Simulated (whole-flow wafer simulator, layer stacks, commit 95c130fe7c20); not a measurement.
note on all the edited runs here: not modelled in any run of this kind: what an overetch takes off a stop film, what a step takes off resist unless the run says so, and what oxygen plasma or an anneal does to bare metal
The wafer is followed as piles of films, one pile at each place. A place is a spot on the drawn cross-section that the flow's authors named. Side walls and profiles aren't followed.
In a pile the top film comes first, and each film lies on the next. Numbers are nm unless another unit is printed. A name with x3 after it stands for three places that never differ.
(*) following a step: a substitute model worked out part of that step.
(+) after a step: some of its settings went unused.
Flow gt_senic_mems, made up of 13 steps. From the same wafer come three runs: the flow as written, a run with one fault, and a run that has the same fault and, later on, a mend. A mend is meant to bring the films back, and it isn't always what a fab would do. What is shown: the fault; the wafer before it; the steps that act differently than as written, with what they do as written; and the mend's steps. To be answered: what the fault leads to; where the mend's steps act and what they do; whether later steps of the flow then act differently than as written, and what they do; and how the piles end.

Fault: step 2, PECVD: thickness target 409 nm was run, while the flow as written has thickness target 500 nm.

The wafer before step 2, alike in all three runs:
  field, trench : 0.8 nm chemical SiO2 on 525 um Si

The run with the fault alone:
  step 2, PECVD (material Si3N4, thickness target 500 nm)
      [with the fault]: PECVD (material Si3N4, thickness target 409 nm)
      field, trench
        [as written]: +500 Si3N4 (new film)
        [with the fault]: +409 Si3N4 (new film)
  Steps later in the flow that act otherwise than as written (1 more step, not shown, differs only slightly: by at most 2% or 0.5 nm, whichever is larger):
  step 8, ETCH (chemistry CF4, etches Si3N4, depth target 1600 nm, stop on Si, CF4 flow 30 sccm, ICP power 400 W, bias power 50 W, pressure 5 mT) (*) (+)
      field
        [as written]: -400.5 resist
        [with the fault]: -339.9 resist
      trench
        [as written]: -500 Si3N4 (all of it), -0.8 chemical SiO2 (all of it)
        [with the fault]: -409 Si3N4 (all of it), -0.8 chemical SiO2 (all of it)
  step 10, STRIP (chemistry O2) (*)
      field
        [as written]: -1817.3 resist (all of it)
        [with the fault]: -1878 resist (all of it)
  At field, the piles at the end differ from the flow's by more than 2% or 0.5 nm, whichever is larger.
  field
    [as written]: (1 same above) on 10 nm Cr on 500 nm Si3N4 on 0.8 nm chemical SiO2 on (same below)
    [with the fault]: (1 same above) on 10 nm Cr on 409 nm Si3N4 on 0.8 nm chemical SiO2 on (same below)

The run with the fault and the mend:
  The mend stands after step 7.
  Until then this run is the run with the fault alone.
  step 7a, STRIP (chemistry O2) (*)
      field
        -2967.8 resist (all of it)
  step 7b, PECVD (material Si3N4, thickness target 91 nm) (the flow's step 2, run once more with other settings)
      field, trench
        +91 Si3N4
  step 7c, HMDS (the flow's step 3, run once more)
      alters no film at any place that is followed
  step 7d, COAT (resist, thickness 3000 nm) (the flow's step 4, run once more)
      field, trench
        +3000 resist (new film)
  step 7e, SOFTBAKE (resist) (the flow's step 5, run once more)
      alters no film at any place that is followed
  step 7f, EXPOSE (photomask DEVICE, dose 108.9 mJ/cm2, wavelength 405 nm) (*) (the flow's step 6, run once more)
      alters no film at any place that is followed
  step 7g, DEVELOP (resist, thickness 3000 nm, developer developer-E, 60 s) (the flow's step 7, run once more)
      field
        -32.2 resist
      trench
        -3000 resist (all of it)
  Later steps of the flow that are run all act as written at every place that is followed.
  The piles end the same as the flow's at every place that both follow.
